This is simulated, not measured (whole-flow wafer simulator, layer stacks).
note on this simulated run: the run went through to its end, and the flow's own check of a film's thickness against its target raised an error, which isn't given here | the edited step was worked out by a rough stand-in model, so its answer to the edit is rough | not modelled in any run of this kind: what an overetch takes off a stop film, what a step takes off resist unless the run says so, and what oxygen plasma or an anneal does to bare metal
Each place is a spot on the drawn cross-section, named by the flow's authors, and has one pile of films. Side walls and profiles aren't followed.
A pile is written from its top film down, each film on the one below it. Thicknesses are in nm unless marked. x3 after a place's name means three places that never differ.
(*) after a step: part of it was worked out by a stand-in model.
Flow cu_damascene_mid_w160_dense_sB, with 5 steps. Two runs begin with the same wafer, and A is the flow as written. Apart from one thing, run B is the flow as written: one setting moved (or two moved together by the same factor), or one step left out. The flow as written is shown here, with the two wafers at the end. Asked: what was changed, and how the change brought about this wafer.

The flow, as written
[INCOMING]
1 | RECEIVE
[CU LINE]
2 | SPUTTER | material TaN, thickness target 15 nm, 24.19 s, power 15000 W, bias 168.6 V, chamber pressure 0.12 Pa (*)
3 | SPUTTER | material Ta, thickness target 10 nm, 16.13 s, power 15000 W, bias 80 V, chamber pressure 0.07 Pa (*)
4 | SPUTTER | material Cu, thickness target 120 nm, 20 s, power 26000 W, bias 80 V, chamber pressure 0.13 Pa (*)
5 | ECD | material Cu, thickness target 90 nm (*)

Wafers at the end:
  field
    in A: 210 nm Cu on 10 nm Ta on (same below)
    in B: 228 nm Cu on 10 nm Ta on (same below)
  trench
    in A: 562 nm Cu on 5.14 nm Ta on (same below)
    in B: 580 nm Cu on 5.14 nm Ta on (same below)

What caused this: step 4, SPUTTER: thickness target 138 nm was run, though the flow has thickness target 120 nm; step 4, SPUTTER: 23 s was run, where the flow has 20 s.

Step by step, how the change led to this:
  4 | SPUTTER | material Cu, thickness target 120 nm, 20 s, power 26000 W, bias 80 V, chamber pressure 0.13 Pa (*)
      field: A Cu gains 120 (new film) | B Cu gains 138 (new film)
      trench: A Cu gains 62 (new film) | B Cu gains 71.3 (new film)
